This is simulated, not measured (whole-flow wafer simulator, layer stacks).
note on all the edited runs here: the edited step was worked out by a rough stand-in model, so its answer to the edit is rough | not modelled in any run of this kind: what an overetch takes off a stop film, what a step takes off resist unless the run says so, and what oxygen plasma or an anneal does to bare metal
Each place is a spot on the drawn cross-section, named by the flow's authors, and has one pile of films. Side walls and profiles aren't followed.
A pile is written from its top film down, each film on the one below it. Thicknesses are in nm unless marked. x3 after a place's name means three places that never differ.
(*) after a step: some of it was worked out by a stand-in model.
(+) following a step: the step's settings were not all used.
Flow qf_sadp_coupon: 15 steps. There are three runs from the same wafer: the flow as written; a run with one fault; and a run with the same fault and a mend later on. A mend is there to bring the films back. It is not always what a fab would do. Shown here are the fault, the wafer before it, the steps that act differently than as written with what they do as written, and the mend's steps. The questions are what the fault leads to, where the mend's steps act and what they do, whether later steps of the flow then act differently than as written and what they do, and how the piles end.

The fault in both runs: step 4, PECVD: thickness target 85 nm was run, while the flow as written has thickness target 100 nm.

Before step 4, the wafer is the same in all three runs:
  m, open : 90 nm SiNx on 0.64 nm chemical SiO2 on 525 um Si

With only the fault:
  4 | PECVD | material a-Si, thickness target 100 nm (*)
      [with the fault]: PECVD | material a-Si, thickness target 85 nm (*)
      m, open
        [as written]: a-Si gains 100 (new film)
        [with the fault]: a-Si gains 85 (new film)
  Steps further on in the flow that do not act as written:
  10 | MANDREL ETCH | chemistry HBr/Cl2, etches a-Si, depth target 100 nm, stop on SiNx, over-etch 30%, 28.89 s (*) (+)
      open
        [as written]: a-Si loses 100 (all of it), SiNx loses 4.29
        [with the fault]: a-Si loses 85 (all of it), SiNx loses 6.43
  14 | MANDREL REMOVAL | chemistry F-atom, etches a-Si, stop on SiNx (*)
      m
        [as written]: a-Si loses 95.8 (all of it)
        [with the fault]: a-Si loses 80.8 (all of it)
  By the end, the piles at open depart from the flow's by more than 2% or 0.5 nm, whichever is larger.
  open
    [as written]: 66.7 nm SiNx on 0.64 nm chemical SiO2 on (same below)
    [with the fault]: 64.5 nm SiNx on 0.64 nm chemical SiO2 on (same below)

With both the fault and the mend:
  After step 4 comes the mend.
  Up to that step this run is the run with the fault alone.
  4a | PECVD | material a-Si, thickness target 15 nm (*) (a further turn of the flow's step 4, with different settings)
      m, open
        a-Si gains 15
  Later steps of the flow that are run all act as written at every place that is followed.
  By the end, the piles equal the flow's at every place that both follow.
